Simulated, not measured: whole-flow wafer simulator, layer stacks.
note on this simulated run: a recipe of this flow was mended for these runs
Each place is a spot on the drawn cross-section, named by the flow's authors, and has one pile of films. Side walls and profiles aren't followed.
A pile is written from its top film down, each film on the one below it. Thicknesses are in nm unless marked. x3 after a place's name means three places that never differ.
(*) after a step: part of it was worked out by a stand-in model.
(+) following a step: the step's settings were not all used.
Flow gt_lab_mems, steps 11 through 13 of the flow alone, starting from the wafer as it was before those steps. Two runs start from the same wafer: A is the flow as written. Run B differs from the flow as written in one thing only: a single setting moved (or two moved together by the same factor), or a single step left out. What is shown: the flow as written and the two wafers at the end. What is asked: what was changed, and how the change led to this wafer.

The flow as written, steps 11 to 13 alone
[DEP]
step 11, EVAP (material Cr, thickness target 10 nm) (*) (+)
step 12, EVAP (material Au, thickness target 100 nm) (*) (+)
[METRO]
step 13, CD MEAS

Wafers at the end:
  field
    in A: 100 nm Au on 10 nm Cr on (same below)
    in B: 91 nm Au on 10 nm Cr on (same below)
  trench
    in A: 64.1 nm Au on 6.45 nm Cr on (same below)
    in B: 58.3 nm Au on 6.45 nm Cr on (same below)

The reason: step 12, EVAP: thickness target 91 nm was run, though the flow has thickness target 100 nm.
The wafer lets one read it off: field has Au 91, and step 12 as written asks for 100 nm.

How this came from the change, step by step:
  step 12, EVAP (material Au, thickness target 100 nm) (*) (+)
      field: A +100 Au (new film) | B +91 Au (new film)
      trench: A +64.1 Au (new film) | B +58.3 Au (new film)
